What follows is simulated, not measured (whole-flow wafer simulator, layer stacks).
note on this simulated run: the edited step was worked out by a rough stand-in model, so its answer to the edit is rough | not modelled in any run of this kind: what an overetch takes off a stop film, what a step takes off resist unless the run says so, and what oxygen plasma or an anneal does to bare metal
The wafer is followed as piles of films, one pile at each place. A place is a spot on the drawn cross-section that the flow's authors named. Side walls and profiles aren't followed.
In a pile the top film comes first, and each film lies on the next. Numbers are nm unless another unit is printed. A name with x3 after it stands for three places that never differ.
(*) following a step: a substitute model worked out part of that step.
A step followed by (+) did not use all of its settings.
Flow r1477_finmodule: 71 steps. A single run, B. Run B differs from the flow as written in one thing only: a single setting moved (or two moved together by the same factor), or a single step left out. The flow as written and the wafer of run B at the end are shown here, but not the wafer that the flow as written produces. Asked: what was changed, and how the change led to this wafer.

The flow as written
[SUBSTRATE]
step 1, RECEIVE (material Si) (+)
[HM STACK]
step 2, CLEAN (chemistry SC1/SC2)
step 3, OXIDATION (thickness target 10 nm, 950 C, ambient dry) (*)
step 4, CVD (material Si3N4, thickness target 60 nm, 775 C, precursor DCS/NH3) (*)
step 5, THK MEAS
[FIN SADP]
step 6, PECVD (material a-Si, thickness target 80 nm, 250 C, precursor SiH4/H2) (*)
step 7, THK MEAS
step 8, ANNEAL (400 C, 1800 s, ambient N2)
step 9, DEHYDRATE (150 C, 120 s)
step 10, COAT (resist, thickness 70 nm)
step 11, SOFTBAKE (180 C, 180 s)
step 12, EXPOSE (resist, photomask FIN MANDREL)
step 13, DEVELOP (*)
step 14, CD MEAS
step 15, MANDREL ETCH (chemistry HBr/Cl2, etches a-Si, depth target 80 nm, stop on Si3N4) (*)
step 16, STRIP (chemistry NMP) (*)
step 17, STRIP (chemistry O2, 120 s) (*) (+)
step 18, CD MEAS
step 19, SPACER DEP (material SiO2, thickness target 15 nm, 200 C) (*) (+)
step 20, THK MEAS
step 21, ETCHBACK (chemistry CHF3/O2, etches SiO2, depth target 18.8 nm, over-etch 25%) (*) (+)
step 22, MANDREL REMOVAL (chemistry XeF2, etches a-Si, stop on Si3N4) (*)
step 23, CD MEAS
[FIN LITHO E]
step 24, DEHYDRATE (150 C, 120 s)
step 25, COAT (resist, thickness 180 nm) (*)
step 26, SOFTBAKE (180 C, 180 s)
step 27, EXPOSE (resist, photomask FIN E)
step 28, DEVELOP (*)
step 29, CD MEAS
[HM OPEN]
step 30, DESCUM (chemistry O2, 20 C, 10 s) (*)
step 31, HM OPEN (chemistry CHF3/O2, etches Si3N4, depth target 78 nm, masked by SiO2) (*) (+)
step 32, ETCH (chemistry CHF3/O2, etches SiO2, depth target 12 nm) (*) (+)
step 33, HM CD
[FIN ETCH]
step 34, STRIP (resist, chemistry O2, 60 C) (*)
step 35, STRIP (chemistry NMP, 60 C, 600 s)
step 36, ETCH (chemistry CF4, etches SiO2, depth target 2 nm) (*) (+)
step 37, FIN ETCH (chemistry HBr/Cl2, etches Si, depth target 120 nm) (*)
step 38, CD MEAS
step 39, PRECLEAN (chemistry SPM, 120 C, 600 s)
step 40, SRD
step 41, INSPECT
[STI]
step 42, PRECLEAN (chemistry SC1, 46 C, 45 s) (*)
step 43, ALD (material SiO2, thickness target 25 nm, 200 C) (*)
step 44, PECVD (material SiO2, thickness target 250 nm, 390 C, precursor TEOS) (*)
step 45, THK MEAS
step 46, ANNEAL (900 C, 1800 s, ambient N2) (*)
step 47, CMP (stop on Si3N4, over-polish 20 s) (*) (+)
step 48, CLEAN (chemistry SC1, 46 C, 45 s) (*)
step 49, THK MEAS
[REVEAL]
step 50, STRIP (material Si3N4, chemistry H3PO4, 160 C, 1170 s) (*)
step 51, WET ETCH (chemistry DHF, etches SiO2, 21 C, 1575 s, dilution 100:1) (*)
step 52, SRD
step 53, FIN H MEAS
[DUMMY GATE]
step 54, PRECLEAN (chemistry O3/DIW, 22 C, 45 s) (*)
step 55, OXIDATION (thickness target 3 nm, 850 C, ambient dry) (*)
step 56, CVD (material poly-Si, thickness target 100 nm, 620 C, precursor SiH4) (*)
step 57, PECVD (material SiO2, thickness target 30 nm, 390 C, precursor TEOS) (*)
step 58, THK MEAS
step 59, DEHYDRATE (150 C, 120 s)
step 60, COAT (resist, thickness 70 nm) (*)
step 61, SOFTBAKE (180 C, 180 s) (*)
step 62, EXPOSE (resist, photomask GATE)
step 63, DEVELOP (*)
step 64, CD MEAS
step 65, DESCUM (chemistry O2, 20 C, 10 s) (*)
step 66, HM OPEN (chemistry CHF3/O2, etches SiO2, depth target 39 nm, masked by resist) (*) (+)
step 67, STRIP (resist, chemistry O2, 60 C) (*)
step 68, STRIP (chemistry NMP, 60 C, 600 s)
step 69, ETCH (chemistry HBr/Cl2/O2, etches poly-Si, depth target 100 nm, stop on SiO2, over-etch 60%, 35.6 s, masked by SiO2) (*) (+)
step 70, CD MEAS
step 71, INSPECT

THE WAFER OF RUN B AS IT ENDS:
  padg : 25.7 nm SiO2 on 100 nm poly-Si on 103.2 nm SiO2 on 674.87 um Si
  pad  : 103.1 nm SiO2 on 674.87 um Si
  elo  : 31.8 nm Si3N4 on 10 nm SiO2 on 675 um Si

What caused this: step 69, ETCH: depth target 81 nm was run, while the flow as written has depth target 100 nm; step 69, ETCH: 28.8 s was run, where the flow has 35.6 s.

How this came from the change, step by step:
  step 69, ETCH (chemistry HBr/Cl2/O2, etches poly-Si, depth target 100 nm, stop on SiO2, over-etch 60%, 35.6 s, masked by SiO2) (*) (+)
      padg, elg, esg and 15 more: SiO2 loses 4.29 (as written it would have been: SiO2 loses 5.3)
